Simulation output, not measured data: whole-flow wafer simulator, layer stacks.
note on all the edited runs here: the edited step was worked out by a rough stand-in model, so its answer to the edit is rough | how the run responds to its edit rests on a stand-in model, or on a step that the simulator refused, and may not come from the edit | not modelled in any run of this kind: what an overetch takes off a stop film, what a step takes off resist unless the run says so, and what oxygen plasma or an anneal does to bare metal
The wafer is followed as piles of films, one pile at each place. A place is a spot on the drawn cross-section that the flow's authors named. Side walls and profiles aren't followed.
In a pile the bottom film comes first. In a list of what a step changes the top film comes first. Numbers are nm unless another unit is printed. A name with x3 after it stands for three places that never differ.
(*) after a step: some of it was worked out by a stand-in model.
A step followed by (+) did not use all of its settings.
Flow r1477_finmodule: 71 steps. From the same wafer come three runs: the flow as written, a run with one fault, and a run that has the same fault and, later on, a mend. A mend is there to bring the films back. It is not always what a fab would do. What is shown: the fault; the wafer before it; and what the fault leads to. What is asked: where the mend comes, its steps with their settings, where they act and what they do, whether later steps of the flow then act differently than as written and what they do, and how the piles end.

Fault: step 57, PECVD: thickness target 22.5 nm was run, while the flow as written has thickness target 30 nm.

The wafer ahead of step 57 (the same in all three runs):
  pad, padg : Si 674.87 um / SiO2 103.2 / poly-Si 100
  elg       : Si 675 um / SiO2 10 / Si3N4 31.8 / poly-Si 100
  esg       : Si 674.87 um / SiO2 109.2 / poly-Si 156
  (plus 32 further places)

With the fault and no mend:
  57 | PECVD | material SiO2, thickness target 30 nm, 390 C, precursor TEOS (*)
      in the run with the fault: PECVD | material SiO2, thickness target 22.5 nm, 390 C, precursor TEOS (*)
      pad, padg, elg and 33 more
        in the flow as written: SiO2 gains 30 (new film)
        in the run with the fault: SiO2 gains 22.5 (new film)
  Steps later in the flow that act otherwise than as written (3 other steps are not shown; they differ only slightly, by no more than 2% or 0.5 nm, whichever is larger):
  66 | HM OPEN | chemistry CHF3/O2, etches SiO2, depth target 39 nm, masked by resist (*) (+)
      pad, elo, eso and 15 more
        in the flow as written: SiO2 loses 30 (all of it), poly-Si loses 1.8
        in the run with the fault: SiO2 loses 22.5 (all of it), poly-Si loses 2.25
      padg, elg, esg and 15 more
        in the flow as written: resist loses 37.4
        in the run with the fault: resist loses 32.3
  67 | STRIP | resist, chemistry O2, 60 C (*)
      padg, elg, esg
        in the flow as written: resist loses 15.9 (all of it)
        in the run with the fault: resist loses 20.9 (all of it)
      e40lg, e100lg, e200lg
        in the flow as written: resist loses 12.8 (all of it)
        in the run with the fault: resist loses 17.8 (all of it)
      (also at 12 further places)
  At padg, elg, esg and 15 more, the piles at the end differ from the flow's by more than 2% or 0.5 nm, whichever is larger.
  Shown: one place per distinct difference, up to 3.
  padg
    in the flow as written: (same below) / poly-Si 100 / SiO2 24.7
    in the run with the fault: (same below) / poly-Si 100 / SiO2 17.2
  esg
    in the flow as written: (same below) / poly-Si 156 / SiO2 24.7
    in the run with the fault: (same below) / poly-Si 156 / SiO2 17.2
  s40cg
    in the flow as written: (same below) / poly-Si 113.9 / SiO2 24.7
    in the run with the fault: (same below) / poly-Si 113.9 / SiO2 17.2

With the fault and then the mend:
  The mend follows step 64.
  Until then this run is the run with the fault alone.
  64a | STRIP | resist, chemistry O2, 60 C
      padg, elg, esg
        resist loses 70 (all of it)
      e40lg, e100lg, e200lg
        resist loses 66.9 (all of it)
      s40sg, s45sg
        resist loses 91 (all of it)
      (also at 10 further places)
  64b | PECVD | material SiO2, thickness target 7.5 nm, 390 C, precursor TEOS (*) (the flow's step 57, run once more with other settings)
      pad, padg, elg and 33 more
        SiO2 gains 7.5
  64c | COAT | resist, thickness 70 nm (*) (the flow's step 60, run once more)
      e40lg, e100lg, e200lg, elo, e40lo, e100lo, e200lo
        resist gains 66.9 (new film)
      pad, padg, elg, esg
        resist gains 70 (new film)
      s40sg, s45sg, s40so, s45so
        resist gains 91 (new film)
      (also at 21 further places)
  64d | SOFTBAKE | 180 C, 180 s (*) (the flow's step 61, run once more)
      alters no film at any place that is followed
  64e | EXPOSE | resist, photomask GATE (the flow's step 62, run once more)
      alters no film at any place that is followed
  64f | DEVELOP (*) (the flow's step 63, run once more)
      elo, e40lo, e100lo, e200lo
        resist loses 66.9 (all of it)
      eso, e40so
        resist loses 129.5 (all of it)
      s40so, s45so
        resist loses 91 (all of it)
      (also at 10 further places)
  None of the later steps of the flow acts differently than as written at any place that is followed.
  At every place that both follow, the piles at the end match the flow's.
